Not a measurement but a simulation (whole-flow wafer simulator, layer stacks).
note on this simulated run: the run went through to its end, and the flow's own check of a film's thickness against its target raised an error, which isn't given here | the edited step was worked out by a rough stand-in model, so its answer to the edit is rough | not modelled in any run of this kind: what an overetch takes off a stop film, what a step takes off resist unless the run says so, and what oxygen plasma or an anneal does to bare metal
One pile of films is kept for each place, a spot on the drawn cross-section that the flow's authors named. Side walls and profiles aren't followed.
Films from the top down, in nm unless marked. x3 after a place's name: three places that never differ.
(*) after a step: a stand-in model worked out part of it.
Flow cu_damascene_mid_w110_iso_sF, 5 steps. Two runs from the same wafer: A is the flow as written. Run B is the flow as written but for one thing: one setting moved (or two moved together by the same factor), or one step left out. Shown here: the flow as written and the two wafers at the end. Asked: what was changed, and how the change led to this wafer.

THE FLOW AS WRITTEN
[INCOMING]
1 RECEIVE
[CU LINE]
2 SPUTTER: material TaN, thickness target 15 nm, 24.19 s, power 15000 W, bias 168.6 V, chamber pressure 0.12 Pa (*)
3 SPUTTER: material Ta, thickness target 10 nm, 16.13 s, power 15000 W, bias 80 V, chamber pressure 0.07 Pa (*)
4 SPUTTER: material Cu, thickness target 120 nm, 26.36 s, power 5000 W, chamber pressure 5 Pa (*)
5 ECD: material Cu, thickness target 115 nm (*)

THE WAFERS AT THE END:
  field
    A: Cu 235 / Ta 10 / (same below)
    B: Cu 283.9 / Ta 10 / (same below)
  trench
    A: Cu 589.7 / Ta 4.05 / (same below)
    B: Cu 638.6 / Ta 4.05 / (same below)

The cause: step 5, ECD: thickness target 163.9 nm was run, where the flow has thickness target 115 nm.

How the change led to this, step by step:
  5 ECD: material Cu, thickness target 115 nm (*)
      field: A Cu +115 | B Cu +163.9
      trench: A Cu +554 | B Cu +602.9
